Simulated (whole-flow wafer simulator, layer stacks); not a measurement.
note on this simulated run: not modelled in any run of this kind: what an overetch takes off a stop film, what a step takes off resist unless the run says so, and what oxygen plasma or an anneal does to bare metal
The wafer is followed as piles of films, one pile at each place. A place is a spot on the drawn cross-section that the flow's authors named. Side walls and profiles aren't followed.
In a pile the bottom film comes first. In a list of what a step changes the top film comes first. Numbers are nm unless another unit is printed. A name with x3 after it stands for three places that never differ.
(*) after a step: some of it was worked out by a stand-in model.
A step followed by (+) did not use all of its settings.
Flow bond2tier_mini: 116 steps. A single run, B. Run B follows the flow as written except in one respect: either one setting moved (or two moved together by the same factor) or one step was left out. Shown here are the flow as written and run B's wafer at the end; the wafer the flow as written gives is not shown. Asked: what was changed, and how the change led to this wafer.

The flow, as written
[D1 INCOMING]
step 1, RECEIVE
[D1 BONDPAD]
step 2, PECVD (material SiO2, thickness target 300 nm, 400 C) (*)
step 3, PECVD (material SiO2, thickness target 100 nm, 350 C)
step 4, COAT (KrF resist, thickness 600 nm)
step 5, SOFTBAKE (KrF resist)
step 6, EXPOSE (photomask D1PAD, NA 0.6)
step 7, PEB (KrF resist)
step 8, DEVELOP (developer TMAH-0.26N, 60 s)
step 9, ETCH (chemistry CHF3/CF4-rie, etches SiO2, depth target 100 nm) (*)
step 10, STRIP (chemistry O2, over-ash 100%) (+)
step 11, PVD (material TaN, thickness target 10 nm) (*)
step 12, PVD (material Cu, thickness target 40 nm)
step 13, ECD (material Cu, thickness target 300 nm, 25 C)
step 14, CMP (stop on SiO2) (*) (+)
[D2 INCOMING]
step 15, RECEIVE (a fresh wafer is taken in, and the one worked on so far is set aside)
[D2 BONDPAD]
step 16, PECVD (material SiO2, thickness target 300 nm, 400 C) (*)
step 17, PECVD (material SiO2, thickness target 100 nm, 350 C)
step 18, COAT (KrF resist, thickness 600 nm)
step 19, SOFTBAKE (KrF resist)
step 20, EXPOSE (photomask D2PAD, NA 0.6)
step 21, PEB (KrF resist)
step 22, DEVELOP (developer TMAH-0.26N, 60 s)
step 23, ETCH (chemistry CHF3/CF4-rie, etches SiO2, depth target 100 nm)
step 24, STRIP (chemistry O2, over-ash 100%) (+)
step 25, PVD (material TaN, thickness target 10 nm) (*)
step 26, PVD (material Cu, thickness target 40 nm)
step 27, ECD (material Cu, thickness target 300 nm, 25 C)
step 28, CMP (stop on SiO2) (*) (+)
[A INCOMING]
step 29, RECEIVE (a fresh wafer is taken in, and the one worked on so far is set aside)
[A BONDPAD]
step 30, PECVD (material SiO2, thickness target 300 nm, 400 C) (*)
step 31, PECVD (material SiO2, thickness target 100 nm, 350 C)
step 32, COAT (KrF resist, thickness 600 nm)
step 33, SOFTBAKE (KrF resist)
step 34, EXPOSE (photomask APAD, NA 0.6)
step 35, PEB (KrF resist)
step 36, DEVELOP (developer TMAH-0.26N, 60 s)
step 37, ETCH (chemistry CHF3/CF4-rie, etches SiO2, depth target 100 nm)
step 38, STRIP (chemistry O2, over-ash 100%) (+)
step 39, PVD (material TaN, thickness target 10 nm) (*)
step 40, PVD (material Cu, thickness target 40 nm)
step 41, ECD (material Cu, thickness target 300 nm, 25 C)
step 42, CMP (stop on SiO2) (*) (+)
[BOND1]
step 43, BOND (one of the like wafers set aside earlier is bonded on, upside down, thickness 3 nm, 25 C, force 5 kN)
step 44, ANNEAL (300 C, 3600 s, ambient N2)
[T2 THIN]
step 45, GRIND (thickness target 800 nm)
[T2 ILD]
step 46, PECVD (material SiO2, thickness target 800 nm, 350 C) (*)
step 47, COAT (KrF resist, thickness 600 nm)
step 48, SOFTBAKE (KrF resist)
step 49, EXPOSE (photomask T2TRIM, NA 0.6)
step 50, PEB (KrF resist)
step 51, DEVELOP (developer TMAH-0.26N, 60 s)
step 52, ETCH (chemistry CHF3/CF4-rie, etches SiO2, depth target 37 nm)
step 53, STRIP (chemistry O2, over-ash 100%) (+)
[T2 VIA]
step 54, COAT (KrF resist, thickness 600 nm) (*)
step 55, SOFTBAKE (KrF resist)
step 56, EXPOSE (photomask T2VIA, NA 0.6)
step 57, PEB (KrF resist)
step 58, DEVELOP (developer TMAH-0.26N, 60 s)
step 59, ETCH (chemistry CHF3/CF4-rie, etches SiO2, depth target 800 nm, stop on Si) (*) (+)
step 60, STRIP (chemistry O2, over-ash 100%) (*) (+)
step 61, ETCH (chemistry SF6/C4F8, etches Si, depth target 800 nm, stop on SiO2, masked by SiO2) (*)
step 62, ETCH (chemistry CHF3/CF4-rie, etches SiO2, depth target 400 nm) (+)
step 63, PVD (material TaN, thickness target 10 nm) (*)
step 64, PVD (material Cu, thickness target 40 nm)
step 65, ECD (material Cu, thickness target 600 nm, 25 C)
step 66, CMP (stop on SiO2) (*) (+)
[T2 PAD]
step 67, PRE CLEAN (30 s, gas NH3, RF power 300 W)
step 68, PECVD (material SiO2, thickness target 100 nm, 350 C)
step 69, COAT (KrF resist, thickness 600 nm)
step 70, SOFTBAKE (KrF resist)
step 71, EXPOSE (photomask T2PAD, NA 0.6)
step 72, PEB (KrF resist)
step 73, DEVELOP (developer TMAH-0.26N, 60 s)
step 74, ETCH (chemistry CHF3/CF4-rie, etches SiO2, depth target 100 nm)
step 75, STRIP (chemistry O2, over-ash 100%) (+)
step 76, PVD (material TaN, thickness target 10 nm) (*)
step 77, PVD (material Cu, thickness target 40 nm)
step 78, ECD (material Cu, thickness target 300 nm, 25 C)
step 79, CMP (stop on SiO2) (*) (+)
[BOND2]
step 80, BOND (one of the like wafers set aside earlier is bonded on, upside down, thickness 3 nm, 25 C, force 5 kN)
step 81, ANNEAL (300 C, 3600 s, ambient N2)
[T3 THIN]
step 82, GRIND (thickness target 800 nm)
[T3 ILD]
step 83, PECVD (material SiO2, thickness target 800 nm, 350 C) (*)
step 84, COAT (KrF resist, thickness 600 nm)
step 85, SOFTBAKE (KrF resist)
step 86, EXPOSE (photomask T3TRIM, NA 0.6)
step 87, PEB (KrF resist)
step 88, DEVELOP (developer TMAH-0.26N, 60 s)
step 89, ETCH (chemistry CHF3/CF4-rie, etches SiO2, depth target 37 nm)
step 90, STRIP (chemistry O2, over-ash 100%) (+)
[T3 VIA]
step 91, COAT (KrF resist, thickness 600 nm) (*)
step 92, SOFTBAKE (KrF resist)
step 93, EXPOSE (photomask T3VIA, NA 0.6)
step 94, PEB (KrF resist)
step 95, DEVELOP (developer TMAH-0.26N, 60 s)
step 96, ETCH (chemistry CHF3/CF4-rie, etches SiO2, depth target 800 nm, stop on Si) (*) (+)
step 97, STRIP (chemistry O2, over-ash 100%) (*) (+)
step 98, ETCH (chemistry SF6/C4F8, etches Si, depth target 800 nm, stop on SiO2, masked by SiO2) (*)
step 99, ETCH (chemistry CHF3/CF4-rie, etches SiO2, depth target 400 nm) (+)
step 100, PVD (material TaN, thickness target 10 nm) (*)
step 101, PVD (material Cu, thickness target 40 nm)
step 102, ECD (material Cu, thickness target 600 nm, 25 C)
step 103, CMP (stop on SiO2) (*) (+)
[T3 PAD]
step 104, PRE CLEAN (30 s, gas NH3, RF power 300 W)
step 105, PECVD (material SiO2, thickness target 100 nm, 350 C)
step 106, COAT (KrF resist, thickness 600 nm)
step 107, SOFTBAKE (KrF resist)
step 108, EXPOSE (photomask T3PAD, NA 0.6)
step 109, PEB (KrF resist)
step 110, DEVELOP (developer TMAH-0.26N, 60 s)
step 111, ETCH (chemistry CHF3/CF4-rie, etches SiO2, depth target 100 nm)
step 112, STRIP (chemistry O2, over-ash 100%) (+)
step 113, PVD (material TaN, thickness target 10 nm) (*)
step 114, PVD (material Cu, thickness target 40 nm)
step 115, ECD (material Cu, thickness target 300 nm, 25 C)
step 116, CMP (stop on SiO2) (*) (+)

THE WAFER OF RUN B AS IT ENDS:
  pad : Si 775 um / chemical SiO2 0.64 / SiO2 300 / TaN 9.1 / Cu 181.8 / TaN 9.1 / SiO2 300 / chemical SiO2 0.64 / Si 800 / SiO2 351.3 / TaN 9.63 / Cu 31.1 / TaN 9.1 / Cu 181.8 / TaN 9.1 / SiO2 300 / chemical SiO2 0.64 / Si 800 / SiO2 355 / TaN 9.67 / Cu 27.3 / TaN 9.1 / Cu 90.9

What caused this: step 52, ETCH: depth target 40.7 nm was run, whereas the flow has depth target 37 nm.

How this came from the change, step by step:
  step 52, ETCH (chemistry CHF3/CF4-rie, etches SiO2, depth target 37 nm)
      pad, via: SiO2 loses 40.7 (in the flow as written it would be: SiO2 loses 37)
      field: KrF resist loses 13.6 (in the flow as written it would be: KrF resist loses 12.3)
